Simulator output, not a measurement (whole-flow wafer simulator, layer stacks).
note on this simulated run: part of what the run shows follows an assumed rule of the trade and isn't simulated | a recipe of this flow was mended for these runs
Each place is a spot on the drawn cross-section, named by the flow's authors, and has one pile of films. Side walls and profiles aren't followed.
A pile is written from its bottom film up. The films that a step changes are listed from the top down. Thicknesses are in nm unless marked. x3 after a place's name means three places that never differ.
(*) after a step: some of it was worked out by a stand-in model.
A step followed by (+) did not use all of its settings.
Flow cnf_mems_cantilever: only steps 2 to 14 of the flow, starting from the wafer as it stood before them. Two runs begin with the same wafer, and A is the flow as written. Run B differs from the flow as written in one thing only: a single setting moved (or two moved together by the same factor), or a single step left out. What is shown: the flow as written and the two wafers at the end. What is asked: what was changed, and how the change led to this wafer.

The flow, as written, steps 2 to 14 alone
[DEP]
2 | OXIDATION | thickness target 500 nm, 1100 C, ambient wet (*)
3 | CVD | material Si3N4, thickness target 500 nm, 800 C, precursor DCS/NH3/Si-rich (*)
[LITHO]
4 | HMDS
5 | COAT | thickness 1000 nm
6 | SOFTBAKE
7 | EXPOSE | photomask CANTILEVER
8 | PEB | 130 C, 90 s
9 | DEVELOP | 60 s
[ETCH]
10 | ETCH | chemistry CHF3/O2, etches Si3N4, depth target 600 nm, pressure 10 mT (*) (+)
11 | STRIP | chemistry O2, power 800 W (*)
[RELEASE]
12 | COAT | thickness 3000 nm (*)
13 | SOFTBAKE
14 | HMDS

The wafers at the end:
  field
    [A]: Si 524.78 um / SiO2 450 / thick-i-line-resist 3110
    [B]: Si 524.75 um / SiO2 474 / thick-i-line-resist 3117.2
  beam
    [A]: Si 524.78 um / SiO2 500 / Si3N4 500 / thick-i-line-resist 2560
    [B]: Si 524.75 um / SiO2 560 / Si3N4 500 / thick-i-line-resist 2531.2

What caused this: step 2, OXIDATION: thickness target 560 nm was run, while the flow as written has thickness target 500 nm; step 10, ETCH: depth target 672 nm was run, where the flow has depth target 600 nm.
The wafer itself shows it: beam has SiO2 560, and step 2 as written asks for 500 nm.

The path from the change to this, step by step:
  2 | OXIDATION | thickness target 500 nm, 1100 C, ambient wet (*)
      field, beam: A SiO2 gains 500 (new film), chemical SiO2 loses 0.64 (all of it), Si loses 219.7 | B SiO2 gains 560 (new film), chemical SiO2 loses 0.64 (all of it), Si loses 246.1
  10 | ETCH | chemistry CHF3/O2, etches Si3N4, depth target 600 nm, pressure 10 mT (*) (+)
      field: A Si3N4 loses 500 (all of it), SiO2 loses 50 | B Si3N4 loses 500 (all of it), SiO2 loses 86
      beam: A KrF-resist loses 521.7 | B KrF-resist loses 584.3
  11 | STRIP | chemistry O2, power 800 W (*)
      beam: A KrF-resist loses 460.9 (all of it) | B KrF-resist loses 398.3 (all of it)
  13 | SOFTBAKE
      field: A thick-i-line-resist gains 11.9 | B thick-i-line-resist gains 12.8
      beam: A thick-i-line-resist loses 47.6 | B thick-i-line-resist loses 51.3
